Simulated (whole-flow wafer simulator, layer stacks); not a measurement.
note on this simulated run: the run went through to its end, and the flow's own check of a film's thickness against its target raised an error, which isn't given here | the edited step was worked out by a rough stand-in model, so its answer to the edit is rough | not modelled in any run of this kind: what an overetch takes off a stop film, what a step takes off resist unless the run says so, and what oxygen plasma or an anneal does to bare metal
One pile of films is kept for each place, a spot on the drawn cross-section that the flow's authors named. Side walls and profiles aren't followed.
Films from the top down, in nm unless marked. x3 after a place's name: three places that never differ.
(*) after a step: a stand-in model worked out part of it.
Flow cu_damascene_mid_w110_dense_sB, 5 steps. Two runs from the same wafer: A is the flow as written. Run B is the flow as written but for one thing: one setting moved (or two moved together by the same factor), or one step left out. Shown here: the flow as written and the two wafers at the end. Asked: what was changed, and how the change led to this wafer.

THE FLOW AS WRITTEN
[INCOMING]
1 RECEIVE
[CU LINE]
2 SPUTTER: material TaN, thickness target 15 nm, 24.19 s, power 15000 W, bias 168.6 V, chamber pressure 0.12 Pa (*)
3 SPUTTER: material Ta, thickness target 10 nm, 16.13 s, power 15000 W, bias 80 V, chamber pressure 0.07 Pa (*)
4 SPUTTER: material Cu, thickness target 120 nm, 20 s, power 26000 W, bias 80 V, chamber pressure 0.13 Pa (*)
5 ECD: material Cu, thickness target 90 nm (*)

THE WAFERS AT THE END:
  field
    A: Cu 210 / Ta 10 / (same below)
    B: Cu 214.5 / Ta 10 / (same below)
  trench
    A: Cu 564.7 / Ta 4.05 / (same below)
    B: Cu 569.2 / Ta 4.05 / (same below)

The cause: step 5, ECD: thickness target 94.5 nm was run, where the flow has thickness target 90 nm.

How the change led to this, step by step:
  5 ECD: material Cu, thickness target 90 nm (*)
      field: A Cu +90 | B Cu +94.5
